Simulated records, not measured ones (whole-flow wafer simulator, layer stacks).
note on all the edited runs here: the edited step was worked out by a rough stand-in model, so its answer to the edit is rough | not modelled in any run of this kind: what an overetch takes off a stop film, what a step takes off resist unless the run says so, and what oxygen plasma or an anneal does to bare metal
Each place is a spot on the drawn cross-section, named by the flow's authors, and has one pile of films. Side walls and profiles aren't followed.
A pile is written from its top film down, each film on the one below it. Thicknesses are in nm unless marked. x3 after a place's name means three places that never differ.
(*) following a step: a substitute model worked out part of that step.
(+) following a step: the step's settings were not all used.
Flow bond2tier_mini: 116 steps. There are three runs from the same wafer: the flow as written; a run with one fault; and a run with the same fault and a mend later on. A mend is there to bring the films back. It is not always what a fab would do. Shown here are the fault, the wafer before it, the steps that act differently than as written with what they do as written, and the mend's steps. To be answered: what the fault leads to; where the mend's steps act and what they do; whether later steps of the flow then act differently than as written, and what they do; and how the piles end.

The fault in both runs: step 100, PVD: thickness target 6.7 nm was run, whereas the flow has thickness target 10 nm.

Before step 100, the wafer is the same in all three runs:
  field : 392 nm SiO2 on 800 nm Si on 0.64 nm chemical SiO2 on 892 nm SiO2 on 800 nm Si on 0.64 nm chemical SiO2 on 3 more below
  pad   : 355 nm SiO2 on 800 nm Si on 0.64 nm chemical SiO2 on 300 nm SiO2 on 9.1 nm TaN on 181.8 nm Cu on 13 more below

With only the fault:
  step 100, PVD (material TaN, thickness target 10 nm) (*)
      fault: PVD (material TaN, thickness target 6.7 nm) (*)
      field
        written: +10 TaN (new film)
        fault: +6.7 TaN (new film)
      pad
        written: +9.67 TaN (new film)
        fault: +6.48 TaN (new film)
  Later steps of the flow acting differently than as written (1 other step is not shown; it differs only slightly, by no more than 2% or 0.5 nm, whichever is larger):
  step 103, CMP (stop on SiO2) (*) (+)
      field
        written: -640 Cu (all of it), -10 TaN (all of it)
        fault: -640 Cu (all of it), -6.7 TaN (all of it)
  At pad, the piles at the end differ from the flow's by more than 2% or 0.5 nm, whichever is larger.
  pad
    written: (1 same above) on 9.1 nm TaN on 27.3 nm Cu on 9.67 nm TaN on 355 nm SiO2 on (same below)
    fault: (1 same above) on 9.1 nm TaN on 30.5 nm Cu on 6.48 nm TaN on 355 nm SiO2 on (same below)

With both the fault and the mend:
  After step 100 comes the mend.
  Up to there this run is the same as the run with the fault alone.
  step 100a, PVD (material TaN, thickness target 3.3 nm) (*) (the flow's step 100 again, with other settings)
      field
        +3.3 TaN
      pad
        +3.19 TaN
  None of the later steps of the flow acts differently than as written at any place that is followed.
  By the end, the piles equal the flow's at every place that both follow.
